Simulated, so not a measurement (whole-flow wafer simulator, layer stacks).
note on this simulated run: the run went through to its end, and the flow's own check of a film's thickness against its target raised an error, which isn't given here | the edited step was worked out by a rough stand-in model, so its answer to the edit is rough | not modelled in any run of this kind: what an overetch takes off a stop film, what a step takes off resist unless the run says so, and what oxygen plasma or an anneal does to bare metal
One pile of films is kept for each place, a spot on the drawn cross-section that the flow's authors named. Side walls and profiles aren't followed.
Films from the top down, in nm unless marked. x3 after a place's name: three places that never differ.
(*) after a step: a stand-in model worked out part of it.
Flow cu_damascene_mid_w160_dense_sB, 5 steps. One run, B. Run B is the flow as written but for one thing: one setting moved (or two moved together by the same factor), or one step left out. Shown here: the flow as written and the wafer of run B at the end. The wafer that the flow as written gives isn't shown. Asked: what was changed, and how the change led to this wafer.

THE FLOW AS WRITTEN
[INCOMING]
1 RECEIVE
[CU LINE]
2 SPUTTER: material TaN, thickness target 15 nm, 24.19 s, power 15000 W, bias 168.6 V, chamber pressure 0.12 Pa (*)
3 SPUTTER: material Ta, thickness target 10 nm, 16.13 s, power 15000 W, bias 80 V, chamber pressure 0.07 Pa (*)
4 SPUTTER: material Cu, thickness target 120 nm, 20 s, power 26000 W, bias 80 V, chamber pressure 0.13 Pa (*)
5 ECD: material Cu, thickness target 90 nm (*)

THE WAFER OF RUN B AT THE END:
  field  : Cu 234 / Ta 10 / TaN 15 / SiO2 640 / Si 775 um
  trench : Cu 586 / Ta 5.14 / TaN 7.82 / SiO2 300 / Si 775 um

The cause: step 4, SPUTTER: thickness target 144 nm was run, where the flow has thickness target 120 nm; step 4, SPUTTER: 24 s was run, where the flow has 20 s.

How the change led to this, step by step:
  4 SPUTTER: material Cu, thickness target 120 nm, 20 s, power 26000 W, bias 80 V, chamber pressure 0.13 Pa (*)
      field: Cu +144 (new film) (as written it would be: Cu +120 (new film))
      trench: Cu +74.4 (new film) (as written it would be: Cu +62 (new film))
  5 ECD: material Cu, thickness target 90 nm (*)
      trench: Cu +511.6 (as written it would be: Cu +500)
